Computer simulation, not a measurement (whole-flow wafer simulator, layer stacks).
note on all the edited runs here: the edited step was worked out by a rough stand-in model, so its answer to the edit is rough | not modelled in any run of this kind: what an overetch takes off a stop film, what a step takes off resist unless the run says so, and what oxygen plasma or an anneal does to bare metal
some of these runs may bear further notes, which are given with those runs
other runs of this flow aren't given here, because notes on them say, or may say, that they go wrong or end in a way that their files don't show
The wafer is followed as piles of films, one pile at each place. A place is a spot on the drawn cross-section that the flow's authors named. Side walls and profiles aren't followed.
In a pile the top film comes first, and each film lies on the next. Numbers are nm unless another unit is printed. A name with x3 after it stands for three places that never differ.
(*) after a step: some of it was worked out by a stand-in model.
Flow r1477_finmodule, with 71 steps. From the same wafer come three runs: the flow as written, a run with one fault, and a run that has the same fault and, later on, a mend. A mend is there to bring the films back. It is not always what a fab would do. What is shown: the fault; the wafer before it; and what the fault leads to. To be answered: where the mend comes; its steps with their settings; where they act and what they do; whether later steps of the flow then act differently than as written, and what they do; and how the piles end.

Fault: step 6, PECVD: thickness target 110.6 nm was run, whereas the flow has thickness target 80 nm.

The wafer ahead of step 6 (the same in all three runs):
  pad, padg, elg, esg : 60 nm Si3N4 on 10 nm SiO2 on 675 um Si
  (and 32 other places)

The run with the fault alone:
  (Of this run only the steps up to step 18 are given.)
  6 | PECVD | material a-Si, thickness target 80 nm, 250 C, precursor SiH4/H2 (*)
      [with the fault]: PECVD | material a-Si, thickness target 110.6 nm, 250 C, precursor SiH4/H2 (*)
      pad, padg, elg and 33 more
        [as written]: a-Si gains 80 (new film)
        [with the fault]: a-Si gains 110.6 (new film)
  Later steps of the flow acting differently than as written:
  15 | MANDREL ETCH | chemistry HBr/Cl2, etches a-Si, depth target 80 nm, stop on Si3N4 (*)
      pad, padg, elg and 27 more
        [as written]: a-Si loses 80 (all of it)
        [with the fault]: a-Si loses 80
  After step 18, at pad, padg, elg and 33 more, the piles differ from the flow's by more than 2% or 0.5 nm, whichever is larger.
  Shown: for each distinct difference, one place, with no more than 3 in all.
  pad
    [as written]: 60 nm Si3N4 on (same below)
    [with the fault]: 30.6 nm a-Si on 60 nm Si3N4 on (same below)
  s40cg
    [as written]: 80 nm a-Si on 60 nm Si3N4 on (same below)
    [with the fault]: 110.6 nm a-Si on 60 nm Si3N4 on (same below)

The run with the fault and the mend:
  The mend follows step 7.
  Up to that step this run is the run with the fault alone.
  7a | ETCH | chemistry tmah, depth target 30.6 nm
      pad, padg, elg and 33 more
        a-Si loses 30.6
  None of the later steps of the flow acts differently than as written at any place that is followed.
  The piles end the same as the flow's at every place that both follow.
